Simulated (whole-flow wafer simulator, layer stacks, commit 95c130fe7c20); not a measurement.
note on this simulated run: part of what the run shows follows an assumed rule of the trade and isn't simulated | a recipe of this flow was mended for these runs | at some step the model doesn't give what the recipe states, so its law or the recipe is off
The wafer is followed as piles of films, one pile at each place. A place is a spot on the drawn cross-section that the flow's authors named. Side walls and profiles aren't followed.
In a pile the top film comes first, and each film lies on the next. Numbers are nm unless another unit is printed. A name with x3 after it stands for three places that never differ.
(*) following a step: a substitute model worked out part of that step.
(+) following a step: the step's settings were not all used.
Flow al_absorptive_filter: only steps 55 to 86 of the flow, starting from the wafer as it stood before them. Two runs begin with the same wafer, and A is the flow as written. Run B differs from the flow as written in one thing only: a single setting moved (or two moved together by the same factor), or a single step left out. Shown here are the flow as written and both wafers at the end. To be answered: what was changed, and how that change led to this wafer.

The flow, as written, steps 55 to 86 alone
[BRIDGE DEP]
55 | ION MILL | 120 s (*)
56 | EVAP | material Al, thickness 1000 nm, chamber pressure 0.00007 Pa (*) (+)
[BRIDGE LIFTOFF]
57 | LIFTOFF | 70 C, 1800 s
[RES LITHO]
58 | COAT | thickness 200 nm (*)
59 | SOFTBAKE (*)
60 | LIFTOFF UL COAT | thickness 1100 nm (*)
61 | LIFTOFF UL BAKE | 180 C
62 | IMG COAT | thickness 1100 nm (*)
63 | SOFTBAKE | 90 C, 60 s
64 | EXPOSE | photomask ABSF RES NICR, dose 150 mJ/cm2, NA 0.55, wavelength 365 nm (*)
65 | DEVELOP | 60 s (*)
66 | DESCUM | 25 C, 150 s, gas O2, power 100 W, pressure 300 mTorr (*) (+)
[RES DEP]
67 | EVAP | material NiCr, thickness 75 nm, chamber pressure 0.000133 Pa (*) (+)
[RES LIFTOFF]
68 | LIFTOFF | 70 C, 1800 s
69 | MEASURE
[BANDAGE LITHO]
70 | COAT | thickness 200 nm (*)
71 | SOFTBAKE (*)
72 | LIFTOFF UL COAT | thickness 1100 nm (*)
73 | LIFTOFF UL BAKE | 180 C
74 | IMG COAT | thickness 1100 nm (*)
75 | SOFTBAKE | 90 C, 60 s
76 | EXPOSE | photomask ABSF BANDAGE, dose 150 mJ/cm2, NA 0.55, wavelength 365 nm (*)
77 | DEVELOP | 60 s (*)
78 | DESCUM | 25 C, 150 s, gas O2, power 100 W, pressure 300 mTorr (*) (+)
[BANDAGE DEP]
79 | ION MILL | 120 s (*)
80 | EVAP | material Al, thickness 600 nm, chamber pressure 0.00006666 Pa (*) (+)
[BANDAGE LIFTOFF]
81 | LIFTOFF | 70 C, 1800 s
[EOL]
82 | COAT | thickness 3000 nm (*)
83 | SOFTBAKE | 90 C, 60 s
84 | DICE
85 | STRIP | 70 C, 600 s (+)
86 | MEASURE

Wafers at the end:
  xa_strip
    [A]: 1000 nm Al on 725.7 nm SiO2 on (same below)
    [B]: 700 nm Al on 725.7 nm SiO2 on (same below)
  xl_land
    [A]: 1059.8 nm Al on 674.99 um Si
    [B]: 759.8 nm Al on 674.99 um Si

What caused this: step 56, EVAP: thickness 700 nm was run, while the flow as written has thickness 1000 nm.
The wafer itself shows it: xa_strip has Al 700, and step 56 as written asks for 1000 nm.

How this came from the change, step by step:
  56 | EVAP | material Al, thickness 1000 nm, chamber pressure 0.00007 Pa (*) (+)
      gnd, pad_far, pad_near and 10 more: A Al gains 1000 (new film) | B Al gains 700 (new film)
      xl_land: A Al gains 1000 | B Al gains 700
  57 | LIFTOFF | 70 C, 1800 s
      gnd, xa_field, idc_field: A Al loses 1000 (all of it), i-line-resist loses 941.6 (all of it), lift-off-underlayer loses 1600 (all of it), acrylic-e-beam-resist loses 200 (all of it) | B Al loses 700 (all of it), i-line-resist loses 941.6 (all of it), lift-off-underlayer loses 1600 (all of it), acrylic-e-beam-resist loses 200 (all of it)
      pad_far: A Al loses 1000 (all of it), i-line-resist loses 940.5 (all of it), lift-off-underlayer loses 1591.1 (all of it), acrylic-e-beam-resist loses 198.5 (all of it) | B Al loses 700 (all of it), i-line-resist loses 940.5 (all of it), lift-off-underlayer loses 1591.1 (all of it), acrylic-e-beam-resist loses 198.5 (all of it)
      (as well as at 6 more places)
  58 | COAT | thickness 200 nm (*)
      xa_margin: A acrylic-e-beam-resist gains 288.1 (new film) | B acrylic-e-beam-resist gains 231.9 (new film)
      xa_strip: A acrylic-e-beam-resist gains 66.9 (new film) | B acrylic-e-beam-resist gains 82.4 (new film)
      (as well as at 1 more place)
  60 | LIFTOFF UL COAT | thickness 1100 nm (*)
      xa_margin: A lift-off-underlayer gains 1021 (new film) | B lift-off-underlayer gains 927.1 (new film)
      xa_strip: A lift-off-underlayer gains 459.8 (new film) | B lift-off-underlayer gains 541.4 (new film)
  62 | IMG COAT | thickness 1100 nm (*)
      xa_margin: A i-line-resist gains 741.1 (new film) | B i-line-resist gains 820.6 (new film)
      xa_strip: A i-line-resist gains 577.9 (new film) | B i-line-resist gains 695.1 (new film)
  63 | SOFTBAKE | 90 C, 60 s
      xa_margin: A i-line-resist loses 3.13 | B i-line-resist loses 2.43
  68 | LIFTOFF | 70 C, 1800 s
      xa_margin: A NiCr loses 75 (all of it), i-line-resist loses 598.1 (all of it), lift-off-underlayer loses 1021 (all of it), acrylic-e-beam-resist loses 288.1 (all of it) | B NiCr loses 75 (all of it), i-line-resist loses 678.3 (all of it), lift-off-underlayer loses 927.1 (all of it), acrylic-e-beam-resist loses 231.9 (all of it)
      xa_strip: A NiCr loses 75 (all of it), i-line-resist loses 433.3 (all of it), lift-off-underlayer loses 459.8 (all of it), acrylic-e-beam-resist loses 66.9 (all of it) | B NiCr loses 75 (all of it), i-line-resist loses 550.6 (all of it), lift-off-underlayer loses 541.4 (all of it), acrylic-e-beam-resist loses 82.4 (all of it)
      (as well as at 1 more place)
  70 | COAT | thickness 200 nm (*)
      xa_margin: A acrylic-e-beam-resist gains 288.1 (new film) | B acrylic-e-beam-resist gains 231.9 (new film)
      xa_strip: A acrylic-e-beam-resist gains 66.9 (new film) | B acrylic-e-beam-resist gains 82.4 (new film)
  72 | LIFTOFF UL COAT | thickness 1100 nm (*)
      xa_margin: A lift-off-underlayer gains 1021 (new film) | B lift-off-underlayer gains 927.1 (new film)
      xa_strip: A lift-off-underlayer gains 459.8 (new film) | B lift-off-underlayer gains 541.4 (new film)
  74 | IMG COAT | thickness 1100 nm (*)
      xa_margin: A i-line-resist gains 741.1 (new film) | B i-line-resist gains 820.6 (new film)
      xa_strip: A i-line-resist gains 577.9 (new film) | B i-line-resist gains 695.1 (new film)
  75 | SOFTBAKE | 90 C, 60 s
      xa_margin: A i-line-resist loses 3.13 | B i-line-resist loses 2.43
  81 | LIFTOFF | 70 C, 1800 s
      xa_margin: A Al loses 600 (all of it), i-line-resist loses 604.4 (all of it), lift-off-underlayer loses 1021 (all of it), acrylic-e-beam-resist loses 288.1 (all of it) | B Al loses 600 (all of it), i-line-resist loses 684.6 (all of it), lift-off-underlayer loses 927.1 (all of it), acrylic-e-beam-resist loses 231.9 (all of it)
      xa_strip: A Al loses 600 (all of it), i-line-resist loses 439.6 (all of it), lift-off-underlayer loses 459.8 (all of it), acrylic-e-beam-resist loses 66.9 (all of it) | B Al loses 600 (all of it), i-line-resist loses 556.9 (all of it), lift-off-underlayer loses 541.4 (all of it), acrylic-e-beam-resist loses 82.4 (all of it)
  82 | COAT | thickness 3000 nm (*)
      xa_margin: A i-line-resist gains 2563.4 (new film) | B i-line-resist gains 2504.8 (new film)
      xa_strip: A i-line-resist gains 1594.3 (new film) | B i-line-resist gains 1828.2 (new film)
  83 | SOFTBAKE | 90 C, 60 s
      xa_margin: A i-line-resist loses 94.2 | B i-line-resist loses 76.1
      xa_strip: A i-line-resist loses 117.3 | B i-line-resist loses 94.6
  85 | STRIP | 70 C, 600 s (+)
      xa_strip: A i-line-resist loses 1477 (all of it) | B i-line-resist loses 1733.7 (all of it)
